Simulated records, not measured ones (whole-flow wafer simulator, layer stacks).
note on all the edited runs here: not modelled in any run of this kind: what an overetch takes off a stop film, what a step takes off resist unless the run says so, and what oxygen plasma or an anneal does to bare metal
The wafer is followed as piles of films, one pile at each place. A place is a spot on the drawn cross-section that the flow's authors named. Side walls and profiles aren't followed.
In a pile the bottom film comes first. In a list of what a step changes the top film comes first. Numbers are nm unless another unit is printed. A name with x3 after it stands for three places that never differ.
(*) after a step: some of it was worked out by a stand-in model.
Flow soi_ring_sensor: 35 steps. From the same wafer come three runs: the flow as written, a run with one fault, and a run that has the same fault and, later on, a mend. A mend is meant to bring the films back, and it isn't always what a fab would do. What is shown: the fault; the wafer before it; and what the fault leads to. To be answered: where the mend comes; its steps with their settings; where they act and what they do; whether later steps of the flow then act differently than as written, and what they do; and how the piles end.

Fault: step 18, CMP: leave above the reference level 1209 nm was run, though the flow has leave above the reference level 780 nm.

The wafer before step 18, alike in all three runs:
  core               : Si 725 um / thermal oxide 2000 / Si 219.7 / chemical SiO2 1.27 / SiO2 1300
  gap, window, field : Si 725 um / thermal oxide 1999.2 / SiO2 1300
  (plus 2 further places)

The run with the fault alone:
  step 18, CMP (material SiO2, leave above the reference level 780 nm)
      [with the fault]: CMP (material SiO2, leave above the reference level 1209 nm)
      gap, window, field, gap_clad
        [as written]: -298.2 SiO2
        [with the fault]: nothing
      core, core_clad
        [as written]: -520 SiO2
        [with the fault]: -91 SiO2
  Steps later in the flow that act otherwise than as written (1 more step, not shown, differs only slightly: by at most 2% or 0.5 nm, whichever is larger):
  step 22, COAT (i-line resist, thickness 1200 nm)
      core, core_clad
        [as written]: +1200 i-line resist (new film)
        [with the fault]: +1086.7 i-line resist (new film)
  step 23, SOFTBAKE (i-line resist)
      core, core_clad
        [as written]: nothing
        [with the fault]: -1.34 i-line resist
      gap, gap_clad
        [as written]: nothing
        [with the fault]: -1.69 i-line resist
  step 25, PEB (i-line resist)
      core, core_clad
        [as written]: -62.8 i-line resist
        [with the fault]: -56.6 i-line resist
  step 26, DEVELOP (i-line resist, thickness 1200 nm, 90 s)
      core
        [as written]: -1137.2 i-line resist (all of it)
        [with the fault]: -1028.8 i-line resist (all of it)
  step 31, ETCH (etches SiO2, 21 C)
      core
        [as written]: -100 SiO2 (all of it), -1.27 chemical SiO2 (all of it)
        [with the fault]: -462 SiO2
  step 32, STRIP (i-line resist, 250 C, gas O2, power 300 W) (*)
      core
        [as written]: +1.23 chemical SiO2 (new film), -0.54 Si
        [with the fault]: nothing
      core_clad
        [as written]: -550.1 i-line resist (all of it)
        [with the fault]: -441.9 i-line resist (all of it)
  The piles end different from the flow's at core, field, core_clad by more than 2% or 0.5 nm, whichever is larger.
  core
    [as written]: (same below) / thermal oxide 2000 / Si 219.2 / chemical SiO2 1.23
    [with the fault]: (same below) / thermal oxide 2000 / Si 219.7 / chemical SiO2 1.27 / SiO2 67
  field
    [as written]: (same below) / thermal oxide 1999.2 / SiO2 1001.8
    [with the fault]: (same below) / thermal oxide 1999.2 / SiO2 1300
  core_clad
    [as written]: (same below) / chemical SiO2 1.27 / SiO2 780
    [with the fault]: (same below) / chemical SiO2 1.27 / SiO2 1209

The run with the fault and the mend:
  The mend follows step 27.
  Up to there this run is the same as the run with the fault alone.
  step 27a, STRIP (i-line resist, 250 C, gas O2, power 300 W) (*)
      field
        -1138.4 i-line resist (all of it)
      core_clad
        -1028.7 i-line resist (all of it)
      gap_clad
        -1153.2 i-line resist (all of it)
  step 27b, CMP (material SiO2, leave above the reference level 780 nm) (a further turn of the flow's step 18)
      gap, window, field, gap_clad
        -298.2 SiO2
      core, core_clad
        -429 SiO2
  step 27c, HMDS (120 C, 60 s) (a further turn of the flow's step 21)
      leaves every film unchanged at each place that is followed
  step 27d, COAT (i-line resist, thickness 1200 nm) (a further turn of the flow's step 22)
      core, gap, window, field, core_clad, gap_clad
        +1200 i-line resist (new film)
  step 27e, SOFTBAKE (i-line resist) (a further turn of the flow's step 23)
      leaves every film unchanged at each place that is followed
  step 27f, EXPOSE (photomask WINDOW, dose 101 mJ/cm2, NA 0.5, wavelength 365 nm) (*) (a further turn of the flow's step 24)
      leaves every film unchanged at each place that is followed
  step 27g, PEB (i-line resist) (a further turn of the flow's step 25)
      core, gap, window, field, core_clad, gap_clad
        -62.8 i-line resist
  step 27h, DEVELOP (i-line resist, thickness 1200 nm, 90 s) (a further turn of the flow's step 26)
      core, gap, window
        -1137.2 i-line resist (all of it)
      field, core_clad, gap_clad
        -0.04 i-line resist
  None of the later steps of the flow acts differently than as written at any place that is followed.
  At every place that both follow, the piles at the end match the flow's.
